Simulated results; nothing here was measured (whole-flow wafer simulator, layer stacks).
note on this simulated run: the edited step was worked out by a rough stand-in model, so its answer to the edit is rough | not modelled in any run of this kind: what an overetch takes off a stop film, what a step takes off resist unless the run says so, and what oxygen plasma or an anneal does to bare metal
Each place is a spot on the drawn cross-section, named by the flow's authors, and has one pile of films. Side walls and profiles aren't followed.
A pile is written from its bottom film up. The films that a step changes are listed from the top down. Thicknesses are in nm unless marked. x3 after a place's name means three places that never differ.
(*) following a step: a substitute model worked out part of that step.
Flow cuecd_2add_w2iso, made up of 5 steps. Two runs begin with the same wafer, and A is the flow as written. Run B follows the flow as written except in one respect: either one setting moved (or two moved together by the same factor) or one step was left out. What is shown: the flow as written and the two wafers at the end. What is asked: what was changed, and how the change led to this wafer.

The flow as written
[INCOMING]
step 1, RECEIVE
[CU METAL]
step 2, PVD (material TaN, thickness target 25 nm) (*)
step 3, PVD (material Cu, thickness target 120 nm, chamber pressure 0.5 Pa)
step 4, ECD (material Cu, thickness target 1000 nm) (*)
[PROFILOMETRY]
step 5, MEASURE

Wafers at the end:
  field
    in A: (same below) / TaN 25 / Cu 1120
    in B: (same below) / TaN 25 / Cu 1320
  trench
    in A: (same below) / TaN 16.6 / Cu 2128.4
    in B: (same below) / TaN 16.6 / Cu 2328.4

Cause: step 4, ECD: thickness target 1200 nm was run, though the flow has thickness target 1000 nm.

How this came from the change, step by step:
  step 4, ECD (material Cu, thickness target 1000 nm) (*)
      field: A Cu gains 1000 | B Cu gains 1200
      trench: A Cu gains 2047.6 | B Cu gains 2247.6
